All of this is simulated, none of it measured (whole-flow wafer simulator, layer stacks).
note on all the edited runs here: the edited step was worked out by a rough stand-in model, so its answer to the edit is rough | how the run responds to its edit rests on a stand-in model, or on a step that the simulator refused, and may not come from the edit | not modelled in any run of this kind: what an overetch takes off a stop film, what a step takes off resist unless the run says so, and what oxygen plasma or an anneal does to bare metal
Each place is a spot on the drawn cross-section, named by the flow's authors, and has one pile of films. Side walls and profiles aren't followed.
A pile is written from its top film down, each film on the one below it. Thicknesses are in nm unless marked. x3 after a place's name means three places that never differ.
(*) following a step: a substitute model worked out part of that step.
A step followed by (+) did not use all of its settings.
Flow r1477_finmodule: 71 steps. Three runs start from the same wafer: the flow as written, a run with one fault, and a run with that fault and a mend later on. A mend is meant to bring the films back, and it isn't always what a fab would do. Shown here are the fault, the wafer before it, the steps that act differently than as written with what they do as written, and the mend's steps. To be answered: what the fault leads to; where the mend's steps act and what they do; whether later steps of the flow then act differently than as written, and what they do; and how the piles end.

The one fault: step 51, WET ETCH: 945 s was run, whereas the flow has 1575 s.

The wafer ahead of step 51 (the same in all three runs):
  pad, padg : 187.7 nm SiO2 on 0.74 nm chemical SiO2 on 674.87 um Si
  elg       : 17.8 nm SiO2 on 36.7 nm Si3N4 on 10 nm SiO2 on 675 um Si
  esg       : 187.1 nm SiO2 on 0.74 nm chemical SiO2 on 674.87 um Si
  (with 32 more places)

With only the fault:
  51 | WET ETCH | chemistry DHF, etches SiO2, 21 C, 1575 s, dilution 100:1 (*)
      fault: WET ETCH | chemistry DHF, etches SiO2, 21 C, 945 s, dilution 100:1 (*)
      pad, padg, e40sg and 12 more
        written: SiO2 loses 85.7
        fault: SiO2 loses 51.4
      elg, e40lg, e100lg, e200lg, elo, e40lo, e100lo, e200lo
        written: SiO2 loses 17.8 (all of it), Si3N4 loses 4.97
        fault: SiO2 loses 17.8 (all of it), Si3N4 loses 2.4
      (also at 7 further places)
  Steps later in the flow that act otherwise than as written (not shown: 1 more step that differs only slightly, by at most 2% or 0.5 nm, whichever is larger):
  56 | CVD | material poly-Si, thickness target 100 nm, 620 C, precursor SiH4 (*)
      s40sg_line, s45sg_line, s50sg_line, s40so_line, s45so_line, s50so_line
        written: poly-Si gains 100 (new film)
        fault: poly-Si gains 111.7 (new film)
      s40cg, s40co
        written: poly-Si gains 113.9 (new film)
        fault: poly-Si gains 100 (new film)
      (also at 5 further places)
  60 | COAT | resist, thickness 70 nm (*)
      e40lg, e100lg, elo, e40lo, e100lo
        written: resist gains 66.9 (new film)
        fault: resist gains 68.5 (new film)
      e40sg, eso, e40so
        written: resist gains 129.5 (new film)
        fault: resist gains 99.4 (new film)
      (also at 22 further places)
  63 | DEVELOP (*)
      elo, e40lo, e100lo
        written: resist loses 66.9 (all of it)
        fault: resist loses 68.5 (all of it)
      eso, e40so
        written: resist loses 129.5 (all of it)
        fault: resist loses 99.4 (all of it)
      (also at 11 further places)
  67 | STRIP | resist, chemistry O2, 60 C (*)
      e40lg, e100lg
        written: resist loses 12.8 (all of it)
        fault: resist loses 14.3 (all of it)
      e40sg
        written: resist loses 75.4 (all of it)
        fault: resist loses 45.3 (all of it)
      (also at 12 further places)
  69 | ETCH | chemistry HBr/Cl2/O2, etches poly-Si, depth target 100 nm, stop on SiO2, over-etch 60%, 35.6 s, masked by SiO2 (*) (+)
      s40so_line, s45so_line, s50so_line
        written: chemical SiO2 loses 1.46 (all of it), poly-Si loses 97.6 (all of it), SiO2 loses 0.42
        fault: chemical SiO2 loses 1.28 (all of it), poly-Si loses 109.3 (all of it), SiO2 loses 0.25
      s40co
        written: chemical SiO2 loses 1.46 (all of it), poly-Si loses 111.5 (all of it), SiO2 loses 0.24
        fault: chemical SiO2 loses 1.28 (all of it), poly-Si loses 97.6 (all of it), SiO2 loses 0.42
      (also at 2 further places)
  At pad, padg, elg and 30 more, the piles at the end differ from the flow's by more than 2% or 0.5 nm, whichever is larger.
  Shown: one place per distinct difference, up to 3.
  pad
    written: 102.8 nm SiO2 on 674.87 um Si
    fault: 137 nm SiO2 on 674.87 um Si
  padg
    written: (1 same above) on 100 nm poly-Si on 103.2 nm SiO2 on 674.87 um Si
    fault: (1 same above) on 100 nm poly-Si on 137.4 nm SiO2 on 674.87 um Si
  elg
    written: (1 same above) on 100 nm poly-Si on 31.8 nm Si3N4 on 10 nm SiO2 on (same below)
    fault: (1 same above) on 100 nm poly-Si on 34.3 nm Si3N4 on 10 nm SiO2 on (same below)

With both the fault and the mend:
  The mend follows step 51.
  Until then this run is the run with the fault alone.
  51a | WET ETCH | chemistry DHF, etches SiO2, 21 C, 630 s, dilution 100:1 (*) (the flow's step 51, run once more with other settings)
      pad, padg, e40sg and 12 more
        SiO2 loses 34.3
      elg, e40lg, e100lg, e200lg, elo, e40lo, e100lo, e200lo
        Si3N4 loses 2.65
      esg, s40cg, s45cg, s50cg, s40co, s45co, s50co
        SiO2 loses 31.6
  None of the later steps of the flow differs from how it acts as written, at any place that is followed, by more than 2% or 0.5 nm, whichever is larger.
  The piles end only slightly different from the flow's at the places that both follow, by no more than 2% or 0.5 nm, whichever is larger.
